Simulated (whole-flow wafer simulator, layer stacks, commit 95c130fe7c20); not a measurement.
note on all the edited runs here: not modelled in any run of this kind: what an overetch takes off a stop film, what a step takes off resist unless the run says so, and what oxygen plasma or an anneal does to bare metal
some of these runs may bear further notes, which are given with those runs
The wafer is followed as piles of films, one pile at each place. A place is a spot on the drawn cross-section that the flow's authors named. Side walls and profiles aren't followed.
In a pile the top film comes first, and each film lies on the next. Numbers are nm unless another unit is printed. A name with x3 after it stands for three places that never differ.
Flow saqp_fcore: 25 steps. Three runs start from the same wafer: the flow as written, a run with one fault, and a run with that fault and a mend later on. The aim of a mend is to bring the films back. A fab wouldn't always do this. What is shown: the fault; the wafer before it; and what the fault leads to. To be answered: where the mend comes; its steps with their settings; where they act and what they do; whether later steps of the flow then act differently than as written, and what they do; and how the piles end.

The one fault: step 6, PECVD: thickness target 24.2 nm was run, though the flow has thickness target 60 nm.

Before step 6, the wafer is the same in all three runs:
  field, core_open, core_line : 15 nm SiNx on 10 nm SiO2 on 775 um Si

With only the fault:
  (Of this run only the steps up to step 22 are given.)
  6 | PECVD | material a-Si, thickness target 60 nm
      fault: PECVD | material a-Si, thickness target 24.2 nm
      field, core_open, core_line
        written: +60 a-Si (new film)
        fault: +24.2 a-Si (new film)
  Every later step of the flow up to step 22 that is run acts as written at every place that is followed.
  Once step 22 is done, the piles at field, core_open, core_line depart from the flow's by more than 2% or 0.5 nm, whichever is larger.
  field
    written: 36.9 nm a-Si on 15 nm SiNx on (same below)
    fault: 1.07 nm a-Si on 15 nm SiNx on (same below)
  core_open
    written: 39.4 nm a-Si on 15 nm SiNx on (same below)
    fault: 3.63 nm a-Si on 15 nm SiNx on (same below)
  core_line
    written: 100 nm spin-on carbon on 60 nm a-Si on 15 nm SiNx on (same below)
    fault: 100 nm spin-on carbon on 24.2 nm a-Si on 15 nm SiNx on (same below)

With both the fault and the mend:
  The mend follows step 7.
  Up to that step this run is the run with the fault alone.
  7a | ETCH | chemistry tmah, depth target 27.83 nm
      field, core_open, core_line
        -24.2 a-Si (all of it)
  7b | PECVD | material a-Si, thickness target 60 nm (a further turn of the flow's step 6)
      field, core_open, core_line
        +60 a-Si (new film)
  Every later step of the flow that is run acts as written at every place that is followed.
  By the end, the piles equal the flow's at every place that both follow.
